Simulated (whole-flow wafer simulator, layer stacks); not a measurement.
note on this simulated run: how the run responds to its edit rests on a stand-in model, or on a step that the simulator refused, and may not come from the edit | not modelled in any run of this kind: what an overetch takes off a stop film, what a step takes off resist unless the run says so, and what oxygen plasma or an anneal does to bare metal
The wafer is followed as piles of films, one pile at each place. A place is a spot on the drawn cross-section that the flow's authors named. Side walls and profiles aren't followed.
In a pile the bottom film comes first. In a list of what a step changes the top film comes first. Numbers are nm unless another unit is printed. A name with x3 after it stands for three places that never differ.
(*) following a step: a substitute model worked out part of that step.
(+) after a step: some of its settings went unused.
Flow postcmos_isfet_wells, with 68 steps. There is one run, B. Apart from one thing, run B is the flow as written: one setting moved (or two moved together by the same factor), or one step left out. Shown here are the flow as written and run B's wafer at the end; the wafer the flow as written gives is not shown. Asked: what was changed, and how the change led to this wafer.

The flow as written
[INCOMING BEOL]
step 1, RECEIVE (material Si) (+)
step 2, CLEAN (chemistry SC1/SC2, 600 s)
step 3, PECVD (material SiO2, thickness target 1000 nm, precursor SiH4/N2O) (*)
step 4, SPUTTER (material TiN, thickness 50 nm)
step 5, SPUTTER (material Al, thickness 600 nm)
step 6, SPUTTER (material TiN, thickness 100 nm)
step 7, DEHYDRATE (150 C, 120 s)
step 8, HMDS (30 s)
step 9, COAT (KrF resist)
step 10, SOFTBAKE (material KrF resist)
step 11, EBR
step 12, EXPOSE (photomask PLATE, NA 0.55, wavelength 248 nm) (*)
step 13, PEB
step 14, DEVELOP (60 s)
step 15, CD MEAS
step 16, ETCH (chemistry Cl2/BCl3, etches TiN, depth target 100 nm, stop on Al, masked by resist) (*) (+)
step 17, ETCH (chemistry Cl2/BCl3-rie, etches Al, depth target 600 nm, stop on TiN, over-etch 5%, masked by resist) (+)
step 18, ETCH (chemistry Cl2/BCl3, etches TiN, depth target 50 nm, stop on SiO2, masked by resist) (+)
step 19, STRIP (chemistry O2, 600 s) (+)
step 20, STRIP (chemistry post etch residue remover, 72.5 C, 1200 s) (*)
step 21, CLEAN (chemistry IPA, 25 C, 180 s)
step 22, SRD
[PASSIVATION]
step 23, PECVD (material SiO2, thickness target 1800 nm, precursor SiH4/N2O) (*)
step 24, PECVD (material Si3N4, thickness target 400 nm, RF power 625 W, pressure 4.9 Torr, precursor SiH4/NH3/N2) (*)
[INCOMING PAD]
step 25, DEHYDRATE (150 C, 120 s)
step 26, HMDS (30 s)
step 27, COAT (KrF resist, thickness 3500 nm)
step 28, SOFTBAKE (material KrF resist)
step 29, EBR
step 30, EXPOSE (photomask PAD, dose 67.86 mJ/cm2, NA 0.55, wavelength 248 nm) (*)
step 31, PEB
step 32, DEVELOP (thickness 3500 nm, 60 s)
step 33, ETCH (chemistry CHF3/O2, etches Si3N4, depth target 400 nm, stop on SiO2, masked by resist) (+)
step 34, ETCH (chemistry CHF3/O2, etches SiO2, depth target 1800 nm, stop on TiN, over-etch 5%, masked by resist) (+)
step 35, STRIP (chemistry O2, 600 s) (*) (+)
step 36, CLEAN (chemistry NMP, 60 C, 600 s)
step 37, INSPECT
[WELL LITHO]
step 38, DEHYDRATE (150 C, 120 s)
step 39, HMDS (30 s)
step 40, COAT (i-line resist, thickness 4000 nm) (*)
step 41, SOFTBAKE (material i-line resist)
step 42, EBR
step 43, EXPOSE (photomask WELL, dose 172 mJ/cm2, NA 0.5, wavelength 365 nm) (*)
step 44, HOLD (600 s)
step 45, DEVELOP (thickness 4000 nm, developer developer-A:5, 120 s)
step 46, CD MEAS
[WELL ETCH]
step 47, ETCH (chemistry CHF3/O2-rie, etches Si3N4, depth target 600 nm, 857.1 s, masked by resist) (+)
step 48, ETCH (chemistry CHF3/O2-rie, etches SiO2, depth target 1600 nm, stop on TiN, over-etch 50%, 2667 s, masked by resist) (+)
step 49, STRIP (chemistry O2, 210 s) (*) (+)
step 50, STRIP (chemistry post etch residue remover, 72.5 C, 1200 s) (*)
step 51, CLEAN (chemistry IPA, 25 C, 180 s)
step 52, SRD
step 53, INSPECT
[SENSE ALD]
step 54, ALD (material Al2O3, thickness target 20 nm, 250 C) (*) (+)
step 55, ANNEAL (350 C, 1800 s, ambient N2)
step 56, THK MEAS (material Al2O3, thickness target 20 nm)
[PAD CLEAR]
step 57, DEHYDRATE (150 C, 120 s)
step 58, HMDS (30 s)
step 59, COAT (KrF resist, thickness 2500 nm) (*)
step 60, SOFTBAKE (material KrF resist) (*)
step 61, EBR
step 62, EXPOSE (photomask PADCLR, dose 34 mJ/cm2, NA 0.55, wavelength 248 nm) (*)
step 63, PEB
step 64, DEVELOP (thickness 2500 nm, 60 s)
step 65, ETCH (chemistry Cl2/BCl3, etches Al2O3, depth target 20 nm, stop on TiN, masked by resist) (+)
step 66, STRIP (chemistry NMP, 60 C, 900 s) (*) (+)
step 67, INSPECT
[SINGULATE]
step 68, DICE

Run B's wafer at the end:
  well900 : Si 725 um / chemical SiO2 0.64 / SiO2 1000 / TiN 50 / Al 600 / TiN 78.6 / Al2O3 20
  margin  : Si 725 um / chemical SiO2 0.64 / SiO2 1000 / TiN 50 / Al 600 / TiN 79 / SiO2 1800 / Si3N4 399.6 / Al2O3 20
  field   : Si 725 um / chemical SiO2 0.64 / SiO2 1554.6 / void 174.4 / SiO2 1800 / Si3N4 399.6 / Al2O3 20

What caused this: step 6, SPUTTER: thickness 79.41 nm was run, while the flow as written has thickness 100 nm.

How this came from the change, step by step:
  step 6, SPUTTER (material TiN, thickness 100 nm)
      field, margin, well900 and 6 more: TiN gains 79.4 (new film) (in the flow as written it would be: TiN gains 100 (new film))
  step 16, ETCH (chemistry Cl2/BCl3, etches TiN, depth target 100 nm, stop on Al, masked by resist) (*) (+)
      field: TiN loses 79.4 (all of it) (in the flow as written it would be: TiN loses 100 (all of it))
  step 23, PECVD (material SiO2, thickness target 1800 nm, precursor SiH4/N2O) (*)
      field: SiO2 gains 1800 (new film), void gains 174.4 (new film), SiO2 gains 554.6 (in the flow as written it would be: SiO2 gains 1800 (new film), void gains 189.9 (new film), SiO2 gains 559.7)
